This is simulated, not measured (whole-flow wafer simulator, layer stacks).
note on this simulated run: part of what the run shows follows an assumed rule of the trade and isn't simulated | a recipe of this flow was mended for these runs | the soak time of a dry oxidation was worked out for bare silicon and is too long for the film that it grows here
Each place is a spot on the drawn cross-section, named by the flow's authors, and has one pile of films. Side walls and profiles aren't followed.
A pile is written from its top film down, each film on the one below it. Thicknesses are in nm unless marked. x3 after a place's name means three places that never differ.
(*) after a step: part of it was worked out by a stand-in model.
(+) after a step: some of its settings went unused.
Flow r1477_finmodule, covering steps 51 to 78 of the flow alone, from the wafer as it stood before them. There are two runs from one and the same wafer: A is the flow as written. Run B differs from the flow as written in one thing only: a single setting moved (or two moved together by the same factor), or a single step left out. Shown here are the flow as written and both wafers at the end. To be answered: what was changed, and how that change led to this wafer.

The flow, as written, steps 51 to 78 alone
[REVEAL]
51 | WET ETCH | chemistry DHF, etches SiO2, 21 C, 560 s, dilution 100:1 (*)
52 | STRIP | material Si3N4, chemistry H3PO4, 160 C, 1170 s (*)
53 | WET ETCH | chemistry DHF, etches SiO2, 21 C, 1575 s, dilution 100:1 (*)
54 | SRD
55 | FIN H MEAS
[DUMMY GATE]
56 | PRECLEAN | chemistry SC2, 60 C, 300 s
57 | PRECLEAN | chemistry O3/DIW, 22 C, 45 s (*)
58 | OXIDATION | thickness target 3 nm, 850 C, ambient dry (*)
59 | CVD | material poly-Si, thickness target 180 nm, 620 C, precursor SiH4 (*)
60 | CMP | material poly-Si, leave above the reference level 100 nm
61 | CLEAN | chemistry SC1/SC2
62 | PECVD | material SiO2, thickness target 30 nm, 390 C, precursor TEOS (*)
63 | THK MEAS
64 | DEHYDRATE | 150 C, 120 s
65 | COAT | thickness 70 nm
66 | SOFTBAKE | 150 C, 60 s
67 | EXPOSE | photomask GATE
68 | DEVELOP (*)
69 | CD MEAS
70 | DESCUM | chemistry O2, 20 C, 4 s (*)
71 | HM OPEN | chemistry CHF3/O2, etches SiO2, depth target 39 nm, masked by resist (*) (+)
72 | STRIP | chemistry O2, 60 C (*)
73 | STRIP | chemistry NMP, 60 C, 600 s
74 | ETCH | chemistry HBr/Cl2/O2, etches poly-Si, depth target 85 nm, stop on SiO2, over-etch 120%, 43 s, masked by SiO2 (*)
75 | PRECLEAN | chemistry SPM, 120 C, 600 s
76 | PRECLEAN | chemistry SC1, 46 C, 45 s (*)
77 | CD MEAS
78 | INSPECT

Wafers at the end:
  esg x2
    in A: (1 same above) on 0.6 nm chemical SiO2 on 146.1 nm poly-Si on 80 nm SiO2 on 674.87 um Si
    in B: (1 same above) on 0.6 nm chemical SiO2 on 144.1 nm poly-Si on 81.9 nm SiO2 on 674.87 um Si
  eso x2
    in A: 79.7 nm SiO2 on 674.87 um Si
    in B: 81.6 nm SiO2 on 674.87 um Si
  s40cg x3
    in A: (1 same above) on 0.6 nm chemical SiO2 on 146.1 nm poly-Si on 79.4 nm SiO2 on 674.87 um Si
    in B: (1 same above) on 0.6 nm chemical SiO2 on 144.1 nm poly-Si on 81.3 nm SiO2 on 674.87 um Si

The reason: step 52, STRIP: 643.5 s was run, while the flow as written has 1170 s.

The path from the change to this, step by step:
  52 | STRIP | material Si3N4, chemistry H3PO4, 160 C, 1170 s (*)
      pad, padg, esg x2 and 18 more: A SiO2 loses 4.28 | B SiO2 loses 2.35
      elg x4, elo x4: A Si3N4 loses 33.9 (all of it), SiO2 loses 2.15 | B Si3N4 loses 33.9 (all of it), SiO2 loses 0.71
      (as well as at 6 more places)
  53 | WET ETCH | chemistry DHF, etches SiO2, 21 C, 1575 s, dilution 100:1 (*)
      elg x4, elo x4: A SiO2 loses 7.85 (all of it) | B SiO2 loses 9.29 (all of it)
      s40sg_line x3, s40so_line x3: A SiO2 loses 8.51 (all of it) | B SiO2 loses 9.96 (all of it)
  60 | CMP | material poly-Si, leave above the reference level 100 nm
      pad, padg: A poly-Si loses 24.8 | B poly-Si loses 26.7
